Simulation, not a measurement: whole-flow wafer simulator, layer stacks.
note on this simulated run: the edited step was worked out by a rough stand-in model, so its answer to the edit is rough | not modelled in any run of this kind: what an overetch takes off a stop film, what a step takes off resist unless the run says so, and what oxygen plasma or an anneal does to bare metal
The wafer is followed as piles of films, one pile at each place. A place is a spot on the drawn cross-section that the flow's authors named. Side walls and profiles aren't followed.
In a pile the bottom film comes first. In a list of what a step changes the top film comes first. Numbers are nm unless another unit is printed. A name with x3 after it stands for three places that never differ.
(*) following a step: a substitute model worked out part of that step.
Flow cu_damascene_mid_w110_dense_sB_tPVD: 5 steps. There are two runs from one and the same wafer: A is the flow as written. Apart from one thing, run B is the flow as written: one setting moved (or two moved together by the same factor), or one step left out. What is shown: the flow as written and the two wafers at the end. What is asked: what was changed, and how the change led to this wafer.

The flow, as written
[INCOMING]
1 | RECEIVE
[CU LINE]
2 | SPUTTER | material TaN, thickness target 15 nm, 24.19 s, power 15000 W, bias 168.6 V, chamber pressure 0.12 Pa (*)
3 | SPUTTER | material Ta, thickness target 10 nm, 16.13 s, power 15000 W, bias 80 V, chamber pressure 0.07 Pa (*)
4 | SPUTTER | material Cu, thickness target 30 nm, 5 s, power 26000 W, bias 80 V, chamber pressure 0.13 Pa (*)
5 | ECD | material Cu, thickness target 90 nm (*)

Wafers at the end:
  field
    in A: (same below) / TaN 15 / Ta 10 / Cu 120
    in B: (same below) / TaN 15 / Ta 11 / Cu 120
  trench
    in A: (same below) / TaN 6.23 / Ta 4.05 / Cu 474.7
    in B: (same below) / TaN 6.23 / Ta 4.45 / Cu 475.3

What caused this: step 3, SPUTTER: thickness target 11 nm was run, whereas the flow has thickness target 10 nm; step 3, SPUTTER: 17.74 s was run, where the flow has 16.13 s.
The wafer lets one read it off: field has Ta 11, and step 3 as written asks for 10 nm.

How this came from the change, step by step:
  3 | SPUTTER | material Ta, thickness target 10 nm, 16.13 s, power 15000 W, bias 80 V, chamber pressure 0.07 Pa (*)
      field: A Ta gains 10 (new film) | B Ta gains 11 (new film)
